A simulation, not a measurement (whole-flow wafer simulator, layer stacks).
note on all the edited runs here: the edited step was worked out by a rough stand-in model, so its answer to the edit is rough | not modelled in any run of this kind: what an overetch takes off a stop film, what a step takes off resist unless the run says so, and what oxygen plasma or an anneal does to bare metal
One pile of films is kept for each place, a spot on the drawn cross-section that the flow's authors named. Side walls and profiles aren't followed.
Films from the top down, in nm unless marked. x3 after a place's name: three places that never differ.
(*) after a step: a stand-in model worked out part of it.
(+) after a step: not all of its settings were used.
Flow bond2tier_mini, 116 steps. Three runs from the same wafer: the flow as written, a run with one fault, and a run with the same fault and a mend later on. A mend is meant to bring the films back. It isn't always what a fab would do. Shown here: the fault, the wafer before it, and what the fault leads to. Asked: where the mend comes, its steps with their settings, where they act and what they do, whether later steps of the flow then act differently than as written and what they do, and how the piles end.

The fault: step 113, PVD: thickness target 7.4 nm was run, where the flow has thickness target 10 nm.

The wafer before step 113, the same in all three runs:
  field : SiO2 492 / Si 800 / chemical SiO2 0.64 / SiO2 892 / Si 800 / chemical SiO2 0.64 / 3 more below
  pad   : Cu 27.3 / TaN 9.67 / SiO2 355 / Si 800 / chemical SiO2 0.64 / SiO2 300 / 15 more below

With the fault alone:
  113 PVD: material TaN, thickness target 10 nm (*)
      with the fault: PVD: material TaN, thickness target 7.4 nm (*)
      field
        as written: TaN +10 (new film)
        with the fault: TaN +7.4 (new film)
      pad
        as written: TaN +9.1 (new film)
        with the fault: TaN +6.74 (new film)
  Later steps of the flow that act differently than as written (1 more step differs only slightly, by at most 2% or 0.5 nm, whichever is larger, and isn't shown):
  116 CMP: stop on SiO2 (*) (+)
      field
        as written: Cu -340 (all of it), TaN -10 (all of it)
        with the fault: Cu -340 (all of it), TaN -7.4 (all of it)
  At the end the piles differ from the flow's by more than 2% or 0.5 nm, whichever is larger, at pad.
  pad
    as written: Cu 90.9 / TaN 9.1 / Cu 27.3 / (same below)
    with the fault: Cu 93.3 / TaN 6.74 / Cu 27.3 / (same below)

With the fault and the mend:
  The mend comes after step 113.
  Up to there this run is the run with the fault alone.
  113a PVD: material TaN, thickness target 2.6 nm (*) (the flow's step 113 once more, with other settings)
      field
        TaN +2.6
      pad
        TaN +2.36
  No later step of the flow acts differently than as written at any place that is followed.
  At the end the piles are the same as the flow's at every place that both follow.
